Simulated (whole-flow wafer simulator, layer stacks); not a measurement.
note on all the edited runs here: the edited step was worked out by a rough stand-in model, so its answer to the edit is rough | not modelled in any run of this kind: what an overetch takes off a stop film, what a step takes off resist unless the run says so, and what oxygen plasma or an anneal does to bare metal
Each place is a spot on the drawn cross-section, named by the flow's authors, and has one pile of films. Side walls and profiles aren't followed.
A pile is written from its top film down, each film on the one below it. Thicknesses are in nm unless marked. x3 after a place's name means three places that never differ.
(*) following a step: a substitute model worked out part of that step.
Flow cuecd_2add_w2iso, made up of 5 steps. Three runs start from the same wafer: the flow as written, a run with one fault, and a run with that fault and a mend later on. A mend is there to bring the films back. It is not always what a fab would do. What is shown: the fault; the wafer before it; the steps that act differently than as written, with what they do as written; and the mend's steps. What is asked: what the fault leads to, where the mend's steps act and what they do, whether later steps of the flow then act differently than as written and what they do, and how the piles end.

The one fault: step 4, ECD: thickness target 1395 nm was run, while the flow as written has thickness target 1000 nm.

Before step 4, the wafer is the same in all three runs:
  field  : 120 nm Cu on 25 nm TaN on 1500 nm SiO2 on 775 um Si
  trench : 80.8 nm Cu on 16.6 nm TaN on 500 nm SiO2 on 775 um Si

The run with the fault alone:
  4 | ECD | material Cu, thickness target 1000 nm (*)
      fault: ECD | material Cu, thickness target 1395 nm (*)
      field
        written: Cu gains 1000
        fault: Cu gains 1395
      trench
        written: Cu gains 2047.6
        fault: Cu gains 2442.6
  Every later step of the flow that is run acts as written at every place that is followed.
  At field, trench, the piles at the end differ from the flow's by more than 2% or 0.5 nm, whichever is larger.
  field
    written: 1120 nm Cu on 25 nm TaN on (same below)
    fault: 1515 nm Cu on 25 nm TaN on (same below)
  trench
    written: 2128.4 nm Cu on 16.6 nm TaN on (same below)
    fault: 2523.4 nm Cu on 16.6 nm TaN on (same below)

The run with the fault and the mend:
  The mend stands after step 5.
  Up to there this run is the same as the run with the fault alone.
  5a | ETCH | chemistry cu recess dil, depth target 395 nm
      field, trench
        Cu loses 395
  Every later step of the flow that is run acts as written at every place that is followed.
  At every place that both follow, the piles at the end match the flow's.
